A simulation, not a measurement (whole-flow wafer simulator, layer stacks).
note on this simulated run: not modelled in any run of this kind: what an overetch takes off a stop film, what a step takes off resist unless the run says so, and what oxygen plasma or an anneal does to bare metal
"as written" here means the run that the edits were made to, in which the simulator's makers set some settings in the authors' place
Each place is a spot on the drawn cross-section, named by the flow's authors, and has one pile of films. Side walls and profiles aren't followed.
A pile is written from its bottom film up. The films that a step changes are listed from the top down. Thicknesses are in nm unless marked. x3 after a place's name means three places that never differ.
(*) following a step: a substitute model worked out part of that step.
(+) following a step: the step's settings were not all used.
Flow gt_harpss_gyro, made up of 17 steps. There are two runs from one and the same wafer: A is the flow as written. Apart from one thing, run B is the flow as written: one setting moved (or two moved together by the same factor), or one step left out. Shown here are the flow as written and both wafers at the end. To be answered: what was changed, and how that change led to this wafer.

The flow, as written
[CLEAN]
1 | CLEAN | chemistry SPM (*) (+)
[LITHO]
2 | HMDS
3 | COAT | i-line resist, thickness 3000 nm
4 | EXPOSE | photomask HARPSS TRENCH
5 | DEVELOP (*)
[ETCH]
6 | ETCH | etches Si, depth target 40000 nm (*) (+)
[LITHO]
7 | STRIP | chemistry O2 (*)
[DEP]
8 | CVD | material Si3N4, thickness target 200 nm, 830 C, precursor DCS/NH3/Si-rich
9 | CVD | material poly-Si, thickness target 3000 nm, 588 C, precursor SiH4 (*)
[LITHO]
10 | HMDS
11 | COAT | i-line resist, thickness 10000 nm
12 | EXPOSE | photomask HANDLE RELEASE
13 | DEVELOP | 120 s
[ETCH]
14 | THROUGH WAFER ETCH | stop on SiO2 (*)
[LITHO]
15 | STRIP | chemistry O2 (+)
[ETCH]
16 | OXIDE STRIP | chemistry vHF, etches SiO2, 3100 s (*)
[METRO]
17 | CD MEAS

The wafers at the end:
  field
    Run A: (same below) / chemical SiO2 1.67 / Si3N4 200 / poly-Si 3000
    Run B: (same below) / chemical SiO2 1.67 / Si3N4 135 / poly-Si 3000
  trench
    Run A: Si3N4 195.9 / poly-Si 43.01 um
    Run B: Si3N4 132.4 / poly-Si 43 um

Cause: step 8, CVD: thickness target 135 nm was run, while the flow as written has thickness target 200 nm.
The wafer lets one read it off: field has Si3N4 135, and step 8 as written asks for 200 nm.

The path from the change to this, step by step:
  8 | CVD | material Si3N4, thickness target 200 nm, 830 C, precursor DCS/NH3/Si-rich
      field: A Si3N4 gains 200 (new film) | B Si3N4 gains 135 (new film)
      trench: A Si3N4 gains 195.9 (new film) | B Si3N4 gains 132.4 (new film)
  9 | CVD | material poly-Si, thickness target 3000 nm, 588 C, precursor SiH4 (*)
      trench: A poly-Si gains 43.01 um (new film) | B poly-Si gains 43 um (new film)
